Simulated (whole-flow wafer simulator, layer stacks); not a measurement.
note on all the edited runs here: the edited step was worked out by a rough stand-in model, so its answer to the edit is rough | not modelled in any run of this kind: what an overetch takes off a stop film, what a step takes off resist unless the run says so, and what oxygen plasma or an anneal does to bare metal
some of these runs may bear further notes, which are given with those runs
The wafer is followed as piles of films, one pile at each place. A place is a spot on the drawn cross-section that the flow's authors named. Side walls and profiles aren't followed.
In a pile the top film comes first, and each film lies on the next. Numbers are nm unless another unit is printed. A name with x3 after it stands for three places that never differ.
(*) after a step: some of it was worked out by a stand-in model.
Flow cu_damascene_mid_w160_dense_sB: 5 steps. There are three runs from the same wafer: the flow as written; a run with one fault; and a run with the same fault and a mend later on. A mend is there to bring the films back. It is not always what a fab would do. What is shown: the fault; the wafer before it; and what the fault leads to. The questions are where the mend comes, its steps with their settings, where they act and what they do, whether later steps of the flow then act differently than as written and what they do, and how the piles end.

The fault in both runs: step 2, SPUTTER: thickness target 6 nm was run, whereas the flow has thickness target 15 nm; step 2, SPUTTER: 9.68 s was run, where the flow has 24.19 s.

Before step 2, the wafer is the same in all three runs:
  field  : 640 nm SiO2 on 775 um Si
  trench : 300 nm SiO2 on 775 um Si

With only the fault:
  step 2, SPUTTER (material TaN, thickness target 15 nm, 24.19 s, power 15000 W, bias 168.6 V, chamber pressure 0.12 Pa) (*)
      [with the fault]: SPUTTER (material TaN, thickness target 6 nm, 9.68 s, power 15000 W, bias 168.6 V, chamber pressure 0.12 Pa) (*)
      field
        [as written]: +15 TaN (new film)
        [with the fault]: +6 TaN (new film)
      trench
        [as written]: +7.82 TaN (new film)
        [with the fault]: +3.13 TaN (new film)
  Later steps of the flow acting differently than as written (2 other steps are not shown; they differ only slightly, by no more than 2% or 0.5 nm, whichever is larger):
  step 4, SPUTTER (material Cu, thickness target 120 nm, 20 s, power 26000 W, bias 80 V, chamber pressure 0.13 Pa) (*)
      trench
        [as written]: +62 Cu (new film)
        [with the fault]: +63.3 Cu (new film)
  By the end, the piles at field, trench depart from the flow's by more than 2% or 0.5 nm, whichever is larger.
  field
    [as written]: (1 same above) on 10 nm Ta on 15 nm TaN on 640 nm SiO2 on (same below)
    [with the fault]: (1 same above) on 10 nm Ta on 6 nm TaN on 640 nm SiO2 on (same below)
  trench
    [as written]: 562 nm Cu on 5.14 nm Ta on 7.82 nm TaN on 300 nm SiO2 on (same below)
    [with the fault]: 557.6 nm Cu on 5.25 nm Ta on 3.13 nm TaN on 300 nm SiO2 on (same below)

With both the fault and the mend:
  The mend stands after step 2.
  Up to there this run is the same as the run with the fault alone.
  step 2a, SPUTTER (material TaN, thickness target 9 nm, 14.51 s, power 15000 W, bias 168.6 V, chamber pressure 0.12 Pa) (*) (the flow's step 2, run once more with other settings)
      field
        +9 TaN
      trench
        +4.62 TaN
  Later steps of the flow that are run all act as written at every place that is followed, up to a difference of at most 2% or 0.5 nm, whichever is larger.
  When the end is reached, the piles differ only a little from the flow's at the places that both follow, at most by 2% or 0.5 nm, whichever is larger.
